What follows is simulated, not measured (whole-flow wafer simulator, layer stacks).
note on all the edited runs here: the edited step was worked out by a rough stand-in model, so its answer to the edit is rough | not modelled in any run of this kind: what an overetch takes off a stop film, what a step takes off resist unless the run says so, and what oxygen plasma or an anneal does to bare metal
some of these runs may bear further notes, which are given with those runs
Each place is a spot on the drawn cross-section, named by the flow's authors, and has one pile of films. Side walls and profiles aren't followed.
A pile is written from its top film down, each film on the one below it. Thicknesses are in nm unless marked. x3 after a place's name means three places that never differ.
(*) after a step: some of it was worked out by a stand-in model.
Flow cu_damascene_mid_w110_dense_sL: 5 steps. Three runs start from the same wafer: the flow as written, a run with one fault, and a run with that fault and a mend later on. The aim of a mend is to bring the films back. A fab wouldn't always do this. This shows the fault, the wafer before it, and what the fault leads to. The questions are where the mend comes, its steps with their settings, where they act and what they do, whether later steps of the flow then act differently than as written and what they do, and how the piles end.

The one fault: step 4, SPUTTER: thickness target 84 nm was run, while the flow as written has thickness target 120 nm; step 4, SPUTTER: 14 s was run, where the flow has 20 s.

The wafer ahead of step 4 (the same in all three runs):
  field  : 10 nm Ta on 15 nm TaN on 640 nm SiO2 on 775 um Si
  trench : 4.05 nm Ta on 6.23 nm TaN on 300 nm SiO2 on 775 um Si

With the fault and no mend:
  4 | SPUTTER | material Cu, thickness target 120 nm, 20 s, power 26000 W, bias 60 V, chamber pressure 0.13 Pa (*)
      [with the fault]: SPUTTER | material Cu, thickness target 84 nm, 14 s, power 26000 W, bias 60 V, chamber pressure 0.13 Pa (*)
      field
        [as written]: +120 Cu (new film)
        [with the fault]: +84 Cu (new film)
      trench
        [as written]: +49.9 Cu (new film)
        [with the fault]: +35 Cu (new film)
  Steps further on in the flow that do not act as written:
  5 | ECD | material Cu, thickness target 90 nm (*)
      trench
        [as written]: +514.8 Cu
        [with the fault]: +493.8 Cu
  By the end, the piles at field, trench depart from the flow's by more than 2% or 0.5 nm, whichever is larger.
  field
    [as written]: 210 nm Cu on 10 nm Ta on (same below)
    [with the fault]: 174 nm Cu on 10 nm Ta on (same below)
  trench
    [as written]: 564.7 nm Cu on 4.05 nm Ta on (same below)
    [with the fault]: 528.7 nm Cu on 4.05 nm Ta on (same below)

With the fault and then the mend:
  After step 4 comes the mend.
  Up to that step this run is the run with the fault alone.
  4a | SPUTTER | material Cu, thickness target 36 nm, 6 s, power 26000 W, bias 60 V, chamber pressure 0.13 Pa (*) (a further turn of the flow's step 4, with different settings)
      field
        +36 Cu
      trench
        +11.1 Cu
  None of the later steps of the flow differs from how it acts as written, at any place that is followed, by more than 2% or 0.5 nm, whichever is larger.
  At every place that both follow, the piles at the end match the flow's.
